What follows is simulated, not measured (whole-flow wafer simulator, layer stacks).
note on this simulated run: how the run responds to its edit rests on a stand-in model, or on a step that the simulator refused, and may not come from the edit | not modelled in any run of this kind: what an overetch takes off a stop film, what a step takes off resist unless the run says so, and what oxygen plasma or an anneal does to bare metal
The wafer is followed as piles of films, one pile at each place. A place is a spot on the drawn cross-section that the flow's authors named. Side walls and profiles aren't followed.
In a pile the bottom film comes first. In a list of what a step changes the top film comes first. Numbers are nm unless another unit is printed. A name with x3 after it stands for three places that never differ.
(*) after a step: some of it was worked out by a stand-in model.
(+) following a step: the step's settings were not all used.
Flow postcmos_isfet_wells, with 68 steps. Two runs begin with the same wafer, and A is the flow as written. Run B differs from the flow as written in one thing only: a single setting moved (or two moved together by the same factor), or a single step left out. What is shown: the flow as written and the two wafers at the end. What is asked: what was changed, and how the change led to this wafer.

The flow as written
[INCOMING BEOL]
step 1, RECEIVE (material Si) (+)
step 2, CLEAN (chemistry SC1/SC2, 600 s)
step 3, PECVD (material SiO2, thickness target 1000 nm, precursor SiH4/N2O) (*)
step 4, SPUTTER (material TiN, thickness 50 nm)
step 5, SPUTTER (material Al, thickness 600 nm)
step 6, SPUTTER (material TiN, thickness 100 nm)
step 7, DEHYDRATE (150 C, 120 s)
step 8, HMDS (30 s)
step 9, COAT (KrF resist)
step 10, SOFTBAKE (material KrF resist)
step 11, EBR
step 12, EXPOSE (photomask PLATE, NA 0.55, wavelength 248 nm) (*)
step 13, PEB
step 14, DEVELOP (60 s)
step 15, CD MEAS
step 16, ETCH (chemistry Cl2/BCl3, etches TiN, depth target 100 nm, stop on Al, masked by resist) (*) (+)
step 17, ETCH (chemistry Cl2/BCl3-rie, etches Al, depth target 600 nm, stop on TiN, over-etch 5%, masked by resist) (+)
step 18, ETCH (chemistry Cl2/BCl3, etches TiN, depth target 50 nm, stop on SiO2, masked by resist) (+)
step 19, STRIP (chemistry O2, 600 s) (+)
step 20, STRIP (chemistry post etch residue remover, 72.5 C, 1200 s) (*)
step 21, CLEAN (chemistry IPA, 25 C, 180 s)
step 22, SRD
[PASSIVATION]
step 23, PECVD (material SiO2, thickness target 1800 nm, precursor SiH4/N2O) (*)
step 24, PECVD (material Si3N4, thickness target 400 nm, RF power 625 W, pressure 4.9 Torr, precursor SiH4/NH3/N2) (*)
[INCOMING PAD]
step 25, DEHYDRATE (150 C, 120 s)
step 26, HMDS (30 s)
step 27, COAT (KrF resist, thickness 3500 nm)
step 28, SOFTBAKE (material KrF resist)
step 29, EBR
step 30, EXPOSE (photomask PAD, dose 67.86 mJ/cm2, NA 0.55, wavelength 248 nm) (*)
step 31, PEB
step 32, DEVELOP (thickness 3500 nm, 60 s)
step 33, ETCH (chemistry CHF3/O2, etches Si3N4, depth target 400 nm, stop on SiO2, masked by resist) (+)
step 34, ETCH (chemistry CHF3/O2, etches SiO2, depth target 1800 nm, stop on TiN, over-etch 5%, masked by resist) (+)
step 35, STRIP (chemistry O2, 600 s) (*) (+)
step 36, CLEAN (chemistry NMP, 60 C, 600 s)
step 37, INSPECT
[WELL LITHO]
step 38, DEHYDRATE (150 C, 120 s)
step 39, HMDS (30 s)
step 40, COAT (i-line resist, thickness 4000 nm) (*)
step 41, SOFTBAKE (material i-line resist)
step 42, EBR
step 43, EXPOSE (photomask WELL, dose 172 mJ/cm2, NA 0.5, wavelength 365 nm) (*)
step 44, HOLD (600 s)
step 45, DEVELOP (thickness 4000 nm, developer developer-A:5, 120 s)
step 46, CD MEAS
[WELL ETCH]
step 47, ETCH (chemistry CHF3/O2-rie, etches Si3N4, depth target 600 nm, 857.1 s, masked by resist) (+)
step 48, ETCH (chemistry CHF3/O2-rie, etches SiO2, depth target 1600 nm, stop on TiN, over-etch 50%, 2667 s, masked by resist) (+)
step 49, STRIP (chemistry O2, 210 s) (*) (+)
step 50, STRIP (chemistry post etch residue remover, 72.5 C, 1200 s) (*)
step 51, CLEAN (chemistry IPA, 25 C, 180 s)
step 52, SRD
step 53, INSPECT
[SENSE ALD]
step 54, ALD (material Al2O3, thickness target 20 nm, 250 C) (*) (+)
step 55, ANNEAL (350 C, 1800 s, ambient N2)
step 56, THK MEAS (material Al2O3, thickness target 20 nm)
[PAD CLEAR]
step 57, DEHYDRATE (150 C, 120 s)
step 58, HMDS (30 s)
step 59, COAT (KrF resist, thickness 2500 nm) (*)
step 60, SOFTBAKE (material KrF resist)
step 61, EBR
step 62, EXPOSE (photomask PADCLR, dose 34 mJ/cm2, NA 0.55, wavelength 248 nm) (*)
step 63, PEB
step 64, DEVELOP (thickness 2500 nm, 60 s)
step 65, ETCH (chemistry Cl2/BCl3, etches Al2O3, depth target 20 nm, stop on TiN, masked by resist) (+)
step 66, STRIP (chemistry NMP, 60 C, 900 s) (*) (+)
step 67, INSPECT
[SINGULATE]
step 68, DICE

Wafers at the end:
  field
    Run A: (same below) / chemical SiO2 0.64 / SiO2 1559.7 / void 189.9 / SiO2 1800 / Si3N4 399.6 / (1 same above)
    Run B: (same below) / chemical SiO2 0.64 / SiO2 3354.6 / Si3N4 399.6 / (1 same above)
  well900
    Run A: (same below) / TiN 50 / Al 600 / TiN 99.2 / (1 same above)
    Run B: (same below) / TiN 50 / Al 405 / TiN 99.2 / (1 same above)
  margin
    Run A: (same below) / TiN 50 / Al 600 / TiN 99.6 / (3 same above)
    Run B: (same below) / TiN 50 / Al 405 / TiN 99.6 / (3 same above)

The reason: step 5, SPUTTER: thickness 405 nm was run, whereas the flow has thickness 600 nm.
The wafer itself shows it: well900 has Al 405, and step 5 as written asks for 600 nm.

The path from the change to this, step by step:
  step 5, SPUTTER (material Al, thickness 600 nm)
      field, margin, well900, well1300 x3, pad_rim, pad_clr, pad_open: A Al gains 600 (new film) | B Al gains 405 (new film)
  step 17, ETCH (chemistry Cl2/BCl3-rie, etches Al, depth target 600 nm, stop on TiN, over-etch 5%, masked by resist) (+)
      margin, well900, well1300 x3, pad_rim, pad_clr, pad_open: A KrF resist loses 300 | B KrF resist loses 212.6
      field: A Al loses 600 (all of it) | B Al loses 405 (all of it)
  step 19, STRIP (chemistry O2, 600 s) (+)
      margin, well900, well1300 x3, pad_rim, pad_clr, pad_open: A KrF resist loses 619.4 (all of it) | B KrF resist loses 706.7 (all of it)
  step 23, PECVD (material SiO2, thickness target 1800 nm, precursor SiH4/N2O) (*)
      field: A SiO2 gains 1800 (new film), void gains 189.9 (new film), SiO2 gains 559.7 | B SiO2 gains 2354.6
